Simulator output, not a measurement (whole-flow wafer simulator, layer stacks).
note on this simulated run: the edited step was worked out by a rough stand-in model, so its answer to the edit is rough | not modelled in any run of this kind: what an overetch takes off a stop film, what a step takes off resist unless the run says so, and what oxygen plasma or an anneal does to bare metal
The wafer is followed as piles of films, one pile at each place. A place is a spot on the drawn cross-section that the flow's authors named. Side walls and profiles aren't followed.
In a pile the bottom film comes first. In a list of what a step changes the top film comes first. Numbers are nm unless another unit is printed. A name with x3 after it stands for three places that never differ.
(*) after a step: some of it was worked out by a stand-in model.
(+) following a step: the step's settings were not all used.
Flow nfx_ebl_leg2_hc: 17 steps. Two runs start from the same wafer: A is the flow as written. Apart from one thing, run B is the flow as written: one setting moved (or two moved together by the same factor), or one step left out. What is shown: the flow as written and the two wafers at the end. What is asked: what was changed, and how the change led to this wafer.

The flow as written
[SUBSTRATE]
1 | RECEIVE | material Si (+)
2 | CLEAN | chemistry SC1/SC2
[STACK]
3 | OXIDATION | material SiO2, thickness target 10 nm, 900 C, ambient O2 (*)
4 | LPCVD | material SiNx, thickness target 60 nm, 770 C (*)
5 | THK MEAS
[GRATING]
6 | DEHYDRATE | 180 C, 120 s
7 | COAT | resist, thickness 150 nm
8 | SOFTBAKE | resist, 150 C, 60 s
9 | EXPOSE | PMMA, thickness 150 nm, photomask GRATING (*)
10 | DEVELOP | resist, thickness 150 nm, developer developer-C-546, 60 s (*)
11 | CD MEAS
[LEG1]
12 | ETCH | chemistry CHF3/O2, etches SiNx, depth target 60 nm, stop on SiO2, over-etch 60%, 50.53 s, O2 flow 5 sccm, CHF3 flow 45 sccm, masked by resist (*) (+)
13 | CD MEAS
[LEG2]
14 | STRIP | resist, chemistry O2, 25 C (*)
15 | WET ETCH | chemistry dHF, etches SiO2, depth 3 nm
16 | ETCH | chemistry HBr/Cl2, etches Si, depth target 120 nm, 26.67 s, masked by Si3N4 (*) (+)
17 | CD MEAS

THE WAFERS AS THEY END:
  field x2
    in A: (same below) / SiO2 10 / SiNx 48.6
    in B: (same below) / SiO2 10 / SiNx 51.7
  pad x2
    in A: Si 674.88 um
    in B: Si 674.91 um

The reason: step 16, ETCH: depth target 87 nm was run, though the flow has depth target 120 nm; step 16, ETCH: 19.33 s was run, where the flow has 26.67 s.

Step by step, how the change led to this:
  16 | ETCH | chemistry HBr/Cl2, etches Si, depth target 120 nm, 26.67 s, masked by Si3N4 (*) (+)
      field x2: A SiNx loses 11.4 | B SiNx loses 8.29
      pad x2: A Si loses 120 | B Si loses 87
